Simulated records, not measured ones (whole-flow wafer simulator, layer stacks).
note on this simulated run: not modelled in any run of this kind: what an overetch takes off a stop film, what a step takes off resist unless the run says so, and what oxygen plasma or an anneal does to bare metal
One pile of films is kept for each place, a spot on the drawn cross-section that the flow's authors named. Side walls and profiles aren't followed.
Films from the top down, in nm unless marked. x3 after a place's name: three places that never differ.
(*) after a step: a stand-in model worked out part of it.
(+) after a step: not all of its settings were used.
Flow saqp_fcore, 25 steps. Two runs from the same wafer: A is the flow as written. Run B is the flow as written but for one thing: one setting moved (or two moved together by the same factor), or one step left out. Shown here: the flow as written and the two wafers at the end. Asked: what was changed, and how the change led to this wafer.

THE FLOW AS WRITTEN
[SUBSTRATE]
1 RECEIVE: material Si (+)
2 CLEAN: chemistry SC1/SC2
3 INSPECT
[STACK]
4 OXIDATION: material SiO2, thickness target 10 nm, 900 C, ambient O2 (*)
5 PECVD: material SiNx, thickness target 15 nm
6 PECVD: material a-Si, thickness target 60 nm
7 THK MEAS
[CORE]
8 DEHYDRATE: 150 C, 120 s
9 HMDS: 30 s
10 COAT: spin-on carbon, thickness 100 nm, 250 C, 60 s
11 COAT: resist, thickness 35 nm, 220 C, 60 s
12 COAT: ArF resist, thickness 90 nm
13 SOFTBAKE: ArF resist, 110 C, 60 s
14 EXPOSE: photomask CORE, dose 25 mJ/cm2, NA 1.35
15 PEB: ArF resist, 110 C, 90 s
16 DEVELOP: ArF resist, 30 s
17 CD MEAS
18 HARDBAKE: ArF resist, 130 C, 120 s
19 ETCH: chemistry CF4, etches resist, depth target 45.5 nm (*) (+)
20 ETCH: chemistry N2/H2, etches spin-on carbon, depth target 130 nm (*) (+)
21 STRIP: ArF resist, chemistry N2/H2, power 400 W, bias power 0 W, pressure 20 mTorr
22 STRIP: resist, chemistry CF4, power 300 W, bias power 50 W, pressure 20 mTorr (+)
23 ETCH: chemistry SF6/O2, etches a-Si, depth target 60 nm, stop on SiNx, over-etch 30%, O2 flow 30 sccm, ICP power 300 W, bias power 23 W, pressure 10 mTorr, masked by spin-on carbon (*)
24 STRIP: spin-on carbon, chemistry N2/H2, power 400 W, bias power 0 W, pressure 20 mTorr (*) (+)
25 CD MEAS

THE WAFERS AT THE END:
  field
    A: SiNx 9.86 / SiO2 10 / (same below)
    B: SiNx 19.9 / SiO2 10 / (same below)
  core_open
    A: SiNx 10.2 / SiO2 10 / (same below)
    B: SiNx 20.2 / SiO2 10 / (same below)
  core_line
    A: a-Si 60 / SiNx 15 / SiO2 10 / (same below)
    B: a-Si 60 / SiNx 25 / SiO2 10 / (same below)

The cause: step 5, PECVD: thickness target 25 nm was run, where the flow has thickness target 15 nm.
It can be read off the wafer: core_line has SiNx 25, and step 5 as written asks for 15 nm.

How the change led to this, step by step:
  5 PECVD: material SiNx, thickness target 15 nm
      field, core_open, core_line: A SiNx +15 (new film) | B SiNx +25 (new film)
